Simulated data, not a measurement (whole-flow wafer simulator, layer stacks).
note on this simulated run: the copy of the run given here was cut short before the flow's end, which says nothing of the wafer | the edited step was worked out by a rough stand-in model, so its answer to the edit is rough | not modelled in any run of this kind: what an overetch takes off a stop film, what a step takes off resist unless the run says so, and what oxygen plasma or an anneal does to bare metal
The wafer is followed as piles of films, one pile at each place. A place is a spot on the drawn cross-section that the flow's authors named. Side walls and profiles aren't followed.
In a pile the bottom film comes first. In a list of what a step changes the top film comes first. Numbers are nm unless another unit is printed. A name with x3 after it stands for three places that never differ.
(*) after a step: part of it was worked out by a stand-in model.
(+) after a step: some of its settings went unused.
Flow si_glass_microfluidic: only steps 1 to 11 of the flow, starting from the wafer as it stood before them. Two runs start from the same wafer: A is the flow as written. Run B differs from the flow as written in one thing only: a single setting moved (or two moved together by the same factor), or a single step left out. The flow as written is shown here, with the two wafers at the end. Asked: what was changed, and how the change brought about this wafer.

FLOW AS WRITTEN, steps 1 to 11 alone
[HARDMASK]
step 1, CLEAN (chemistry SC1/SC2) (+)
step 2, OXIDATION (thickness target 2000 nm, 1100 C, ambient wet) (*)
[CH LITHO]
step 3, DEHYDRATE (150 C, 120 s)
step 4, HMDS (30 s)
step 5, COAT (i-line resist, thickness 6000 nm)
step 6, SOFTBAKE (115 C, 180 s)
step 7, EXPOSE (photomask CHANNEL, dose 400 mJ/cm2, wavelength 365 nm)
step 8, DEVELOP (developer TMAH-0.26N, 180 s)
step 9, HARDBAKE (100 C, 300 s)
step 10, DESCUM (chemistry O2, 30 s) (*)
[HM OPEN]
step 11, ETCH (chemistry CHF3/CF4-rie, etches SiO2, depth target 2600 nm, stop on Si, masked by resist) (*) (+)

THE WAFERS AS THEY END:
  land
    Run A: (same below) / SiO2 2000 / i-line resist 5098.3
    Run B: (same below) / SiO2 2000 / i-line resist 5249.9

What caused this: step 11, ETCH: depth target 2145 nm was run, whereas the flow has depth target 2600 nm.

How this came from the change, step by step:
  step 11, ETCH (chemistry CHF3/CF4-rie, etches SiO2, depth target 2600 nm, stop on Si, masked by resist) (*) (+)
      land: A i-line resist loses 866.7 | B i-line resist loses 715
